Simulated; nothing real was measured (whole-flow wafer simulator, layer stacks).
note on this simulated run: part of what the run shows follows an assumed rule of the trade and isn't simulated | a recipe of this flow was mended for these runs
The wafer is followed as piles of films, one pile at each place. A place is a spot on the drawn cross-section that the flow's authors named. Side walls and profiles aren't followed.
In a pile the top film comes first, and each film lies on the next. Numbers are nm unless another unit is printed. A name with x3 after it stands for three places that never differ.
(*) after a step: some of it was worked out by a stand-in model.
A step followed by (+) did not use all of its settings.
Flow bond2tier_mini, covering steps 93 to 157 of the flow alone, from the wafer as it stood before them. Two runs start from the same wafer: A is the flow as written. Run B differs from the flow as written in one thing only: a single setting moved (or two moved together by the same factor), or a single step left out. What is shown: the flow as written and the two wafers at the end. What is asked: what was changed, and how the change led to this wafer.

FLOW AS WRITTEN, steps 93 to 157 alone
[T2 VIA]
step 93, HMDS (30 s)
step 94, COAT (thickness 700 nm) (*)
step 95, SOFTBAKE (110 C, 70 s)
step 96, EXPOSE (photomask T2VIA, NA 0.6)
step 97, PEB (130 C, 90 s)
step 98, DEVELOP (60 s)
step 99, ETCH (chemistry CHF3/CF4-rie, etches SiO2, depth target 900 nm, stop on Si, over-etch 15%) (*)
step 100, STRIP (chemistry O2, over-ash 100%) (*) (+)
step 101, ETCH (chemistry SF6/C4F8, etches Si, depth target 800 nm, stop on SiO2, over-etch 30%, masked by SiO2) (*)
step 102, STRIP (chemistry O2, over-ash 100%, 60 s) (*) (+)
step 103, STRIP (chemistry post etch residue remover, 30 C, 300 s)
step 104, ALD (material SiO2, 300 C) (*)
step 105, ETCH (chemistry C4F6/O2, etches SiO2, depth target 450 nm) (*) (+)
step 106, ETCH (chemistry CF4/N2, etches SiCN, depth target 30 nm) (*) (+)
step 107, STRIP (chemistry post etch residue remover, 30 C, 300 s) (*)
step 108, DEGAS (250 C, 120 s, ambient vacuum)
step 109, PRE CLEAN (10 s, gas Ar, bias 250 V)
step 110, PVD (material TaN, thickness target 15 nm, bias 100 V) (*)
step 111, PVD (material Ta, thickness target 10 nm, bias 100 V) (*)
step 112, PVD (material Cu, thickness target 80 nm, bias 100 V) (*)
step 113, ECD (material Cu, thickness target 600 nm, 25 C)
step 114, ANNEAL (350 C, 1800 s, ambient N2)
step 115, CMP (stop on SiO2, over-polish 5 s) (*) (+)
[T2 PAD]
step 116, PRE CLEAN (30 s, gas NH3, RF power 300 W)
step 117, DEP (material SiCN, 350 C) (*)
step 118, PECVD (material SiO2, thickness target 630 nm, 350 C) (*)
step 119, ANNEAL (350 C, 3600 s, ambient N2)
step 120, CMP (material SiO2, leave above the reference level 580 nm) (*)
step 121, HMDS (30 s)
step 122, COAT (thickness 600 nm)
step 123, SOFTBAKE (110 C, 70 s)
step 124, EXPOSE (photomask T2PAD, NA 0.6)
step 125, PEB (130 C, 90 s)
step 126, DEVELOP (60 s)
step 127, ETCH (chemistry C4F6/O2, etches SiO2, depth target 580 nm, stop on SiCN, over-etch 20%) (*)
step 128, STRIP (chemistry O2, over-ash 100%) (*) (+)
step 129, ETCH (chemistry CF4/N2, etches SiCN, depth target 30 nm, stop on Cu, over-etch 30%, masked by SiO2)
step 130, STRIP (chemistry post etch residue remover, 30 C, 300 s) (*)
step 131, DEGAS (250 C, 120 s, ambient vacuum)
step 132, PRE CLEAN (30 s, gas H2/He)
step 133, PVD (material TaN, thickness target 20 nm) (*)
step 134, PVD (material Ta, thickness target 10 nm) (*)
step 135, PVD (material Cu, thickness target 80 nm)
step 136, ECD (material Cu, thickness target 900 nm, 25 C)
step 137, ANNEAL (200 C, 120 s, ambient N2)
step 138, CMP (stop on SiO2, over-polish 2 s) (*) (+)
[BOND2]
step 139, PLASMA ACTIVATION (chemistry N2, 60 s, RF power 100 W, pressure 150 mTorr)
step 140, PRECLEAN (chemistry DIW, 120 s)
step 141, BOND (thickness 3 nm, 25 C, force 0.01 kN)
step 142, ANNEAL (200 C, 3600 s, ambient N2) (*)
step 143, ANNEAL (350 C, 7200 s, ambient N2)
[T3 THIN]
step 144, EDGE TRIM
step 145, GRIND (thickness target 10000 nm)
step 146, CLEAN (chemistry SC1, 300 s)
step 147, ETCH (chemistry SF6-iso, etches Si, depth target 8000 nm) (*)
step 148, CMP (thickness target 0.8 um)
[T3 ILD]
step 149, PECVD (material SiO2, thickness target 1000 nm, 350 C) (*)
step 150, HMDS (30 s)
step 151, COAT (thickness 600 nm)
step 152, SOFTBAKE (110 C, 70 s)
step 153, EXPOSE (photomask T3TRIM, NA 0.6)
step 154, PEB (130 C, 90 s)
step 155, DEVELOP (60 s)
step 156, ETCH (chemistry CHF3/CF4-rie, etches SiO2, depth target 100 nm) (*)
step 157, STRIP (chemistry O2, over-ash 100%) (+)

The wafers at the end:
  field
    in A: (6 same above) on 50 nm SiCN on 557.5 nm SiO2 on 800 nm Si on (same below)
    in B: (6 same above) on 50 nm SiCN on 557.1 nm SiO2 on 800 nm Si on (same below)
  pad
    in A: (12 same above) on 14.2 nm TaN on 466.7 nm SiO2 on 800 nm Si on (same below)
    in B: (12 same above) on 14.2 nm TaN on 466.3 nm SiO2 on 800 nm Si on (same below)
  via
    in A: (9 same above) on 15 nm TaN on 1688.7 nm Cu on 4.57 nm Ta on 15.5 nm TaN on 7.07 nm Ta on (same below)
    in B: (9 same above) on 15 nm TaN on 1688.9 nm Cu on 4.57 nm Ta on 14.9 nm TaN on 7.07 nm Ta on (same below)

Cause: step 109, PRE CLEAN: bias 308 V was run, while the flow as written has bias 250 V.

How this came from the change, step by step:
  step 109, PRE CLEAN (10 s, gas Ar, bias 250 V)
      via: A TaN loses 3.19 | B TaN loses 3.82
